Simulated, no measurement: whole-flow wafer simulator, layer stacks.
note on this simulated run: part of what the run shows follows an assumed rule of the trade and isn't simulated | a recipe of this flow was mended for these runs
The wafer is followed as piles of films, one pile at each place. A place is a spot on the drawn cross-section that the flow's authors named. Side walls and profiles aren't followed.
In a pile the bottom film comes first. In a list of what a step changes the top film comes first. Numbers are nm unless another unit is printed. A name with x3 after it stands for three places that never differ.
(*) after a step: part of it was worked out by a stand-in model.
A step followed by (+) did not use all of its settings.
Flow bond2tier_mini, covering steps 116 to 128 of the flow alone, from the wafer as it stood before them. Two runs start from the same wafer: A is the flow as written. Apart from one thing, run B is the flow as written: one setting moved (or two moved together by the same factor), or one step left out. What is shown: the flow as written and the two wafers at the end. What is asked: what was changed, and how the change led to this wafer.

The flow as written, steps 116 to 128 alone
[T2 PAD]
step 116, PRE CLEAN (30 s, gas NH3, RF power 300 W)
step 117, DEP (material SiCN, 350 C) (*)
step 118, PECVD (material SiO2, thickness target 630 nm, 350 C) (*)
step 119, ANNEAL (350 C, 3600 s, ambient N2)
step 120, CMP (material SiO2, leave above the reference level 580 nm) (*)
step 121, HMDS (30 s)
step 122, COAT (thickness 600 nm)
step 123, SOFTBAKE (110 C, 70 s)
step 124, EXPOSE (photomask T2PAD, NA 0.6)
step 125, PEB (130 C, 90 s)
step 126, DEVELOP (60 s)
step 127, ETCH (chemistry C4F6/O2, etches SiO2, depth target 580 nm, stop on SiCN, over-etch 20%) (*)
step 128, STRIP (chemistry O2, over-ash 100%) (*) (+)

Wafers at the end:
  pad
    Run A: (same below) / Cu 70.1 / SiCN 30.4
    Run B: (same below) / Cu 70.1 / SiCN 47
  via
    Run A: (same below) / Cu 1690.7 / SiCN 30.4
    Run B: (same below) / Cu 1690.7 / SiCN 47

Cause: step 127, ETCH: depth target 498.3 nm was run, though the flow has depth target 580 nm.

How this came from the change, step by step:
  step 127, ETCH (chemistry C4F6/O2, etches SiO2, depth target 580 nm, stop on SiCN, over-etch 20%) (*)
      pad, via: A SiO2 loses 580 (all of it), SiCN loses 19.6 | B SiO2 loses 580 (all of it), SiCN loses 3.03
      field: A thick-KrF-resist loses 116 | B thick-KrF-resist loses 99.7
  step 128, STRIP (chemistry O2, over-ash 100%) (*) (+)
      field: A thick-KrF-resist loses 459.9 (all of it) | B thick-KrF-resist loses 476.3 (all of it)
